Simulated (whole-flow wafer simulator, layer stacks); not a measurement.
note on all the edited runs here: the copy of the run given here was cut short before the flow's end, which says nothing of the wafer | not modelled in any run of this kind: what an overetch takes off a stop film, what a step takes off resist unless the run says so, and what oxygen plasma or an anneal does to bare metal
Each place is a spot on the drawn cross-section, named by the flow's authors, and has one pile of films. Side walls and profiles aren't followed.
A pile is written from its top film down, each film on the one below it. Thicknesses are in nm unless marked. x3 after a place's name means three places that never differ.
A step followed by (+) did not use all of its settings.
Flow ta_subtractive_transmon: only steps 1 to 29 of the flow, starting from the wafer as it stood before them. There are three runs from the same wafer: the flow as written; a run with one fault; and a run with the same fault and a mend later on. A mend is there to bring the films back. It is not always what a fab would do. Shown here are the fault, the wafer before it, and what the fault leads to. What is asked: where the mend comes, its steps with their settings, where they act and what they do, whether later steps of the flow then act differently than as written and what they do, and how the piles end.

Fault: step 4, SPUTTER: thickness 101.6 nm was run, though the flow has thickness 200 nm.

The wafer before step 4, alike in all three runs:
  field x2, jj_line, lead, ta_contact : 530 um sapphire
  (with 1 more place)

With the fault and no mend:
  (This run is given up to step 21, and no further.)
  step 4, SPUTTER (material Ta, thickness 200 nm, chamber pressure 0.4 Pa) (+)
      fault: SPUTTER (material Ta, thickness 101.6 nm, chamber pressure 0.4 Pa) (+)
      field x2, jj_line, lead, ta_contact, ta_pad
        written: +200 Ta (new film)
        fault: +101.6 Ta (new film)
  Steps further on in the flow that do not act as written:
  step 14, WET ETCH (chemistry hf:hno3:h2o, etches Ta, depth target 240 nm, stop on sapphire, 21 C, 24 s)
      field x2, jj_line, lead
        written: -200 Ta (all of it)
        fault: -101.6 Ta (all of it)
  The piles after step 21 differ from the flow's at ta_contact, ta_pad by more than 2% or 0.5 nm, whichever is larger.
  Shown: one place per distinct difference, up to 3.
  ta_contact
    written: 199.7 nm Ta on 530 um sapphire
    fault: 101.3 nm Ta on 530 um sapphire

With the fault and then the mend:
  The mend follows step 5.
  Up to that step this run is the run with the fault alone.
  step 5a, WET ETCH (chemistry hf:hno3:h2o, etches Ta, depth target 116.9 nm, stop on sapphire, 21 C, 11.69 s)
      field x2, jj_line, lead, ta_contact, ta_pad
        -101.6 Ta (all of it)
  step 5b, SPUTTER (material Ta, thickness 200 nm, chamber pressure 0.4 Pa) (+) (the flow's step 4, run once more)
      field x2, jj_line, lead, ta_contact, ta_pad
        +200 Ta (new film)
  Later steps of the flow that are run all act as written at every place that is followed.
  At every place that both follow, the piles at the end match the flow's.
